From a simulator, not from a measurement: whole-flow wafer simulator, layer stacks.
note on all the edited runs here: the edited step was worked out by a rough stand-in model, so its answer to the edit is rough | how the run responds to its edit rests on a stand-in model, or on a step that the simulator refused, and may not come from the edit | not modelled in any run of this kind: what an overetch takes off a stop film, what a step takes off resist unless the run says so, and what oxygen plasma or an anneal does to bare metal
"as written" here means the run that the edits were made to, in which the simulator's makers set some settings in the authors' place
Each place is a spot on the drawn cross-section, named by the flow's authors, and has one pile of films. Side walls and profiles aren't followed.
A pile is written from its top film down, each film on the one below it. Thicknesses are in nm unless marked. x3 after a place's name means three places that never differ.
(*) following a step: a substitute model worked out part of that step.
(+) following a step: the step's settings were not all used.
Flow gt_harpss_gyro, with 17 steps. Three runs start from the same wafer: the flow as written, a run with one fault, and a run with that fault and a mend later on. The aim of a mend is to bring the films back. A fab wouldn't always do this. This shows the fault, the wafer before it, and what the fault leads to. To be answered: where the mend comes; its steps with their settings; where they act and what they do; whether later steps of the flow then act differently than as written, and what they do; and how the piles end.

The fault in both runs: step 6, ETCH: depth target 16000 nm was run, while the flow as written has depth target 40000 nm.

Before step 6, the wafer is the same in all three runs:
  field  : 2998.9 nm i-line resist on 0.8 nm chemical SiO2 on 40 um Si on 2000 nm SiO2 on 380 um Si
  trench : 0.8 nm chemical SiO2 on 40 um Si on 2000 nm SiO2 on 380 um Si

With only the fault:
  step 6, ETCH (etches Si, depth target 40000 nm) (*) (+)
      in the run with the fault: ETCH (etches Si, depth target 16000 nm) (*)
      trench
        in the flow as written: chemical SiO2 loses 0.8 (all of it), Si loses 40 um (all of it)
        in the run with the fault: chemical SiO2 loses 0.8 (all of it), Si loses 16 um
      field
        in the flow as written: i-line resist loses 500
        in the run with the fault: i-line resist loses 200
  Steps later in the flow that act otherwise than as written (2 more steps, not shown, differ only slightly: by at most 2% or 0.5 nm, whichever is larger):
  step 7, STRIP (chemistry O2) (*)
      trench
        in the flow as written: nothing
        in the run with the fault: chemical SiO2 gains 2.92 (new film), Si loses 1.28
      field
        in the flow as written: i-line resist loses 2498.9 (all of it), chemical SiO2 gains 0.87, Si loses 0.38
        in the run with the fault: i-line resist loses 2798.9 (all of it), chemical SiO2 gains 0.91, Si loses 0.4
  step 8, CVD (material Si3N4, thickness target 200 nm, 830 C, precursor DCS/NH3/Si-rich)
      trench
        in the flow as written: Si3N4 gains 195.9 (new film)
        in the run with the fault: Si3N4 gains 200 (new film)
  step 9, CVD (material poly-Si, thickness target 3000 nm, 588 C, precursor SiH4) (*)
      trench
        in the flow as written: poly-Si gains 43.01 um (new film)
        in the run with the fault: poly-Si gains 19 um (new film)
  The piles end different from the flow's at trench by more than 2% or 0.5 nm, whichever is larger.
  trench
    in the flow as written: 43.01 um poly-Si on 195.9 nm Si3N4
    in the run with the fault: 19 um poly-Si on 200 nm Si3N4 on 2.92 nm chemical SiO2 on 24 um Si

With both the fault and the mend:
  After step 6 comes the mend.
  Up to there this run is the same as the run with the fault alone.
  step 6a, ETCH (etches Si, depth target 24000 nm) (*) (+) (the flow's step 6 again, with other settings)
      field
        i-line resist loses 300
      trench
        Si loses 24 um (all of it)
  None of the later steps of the flow acts differently than as written at any place that is followed.
  By the end, the piles equal the flow's at every place that both follow.
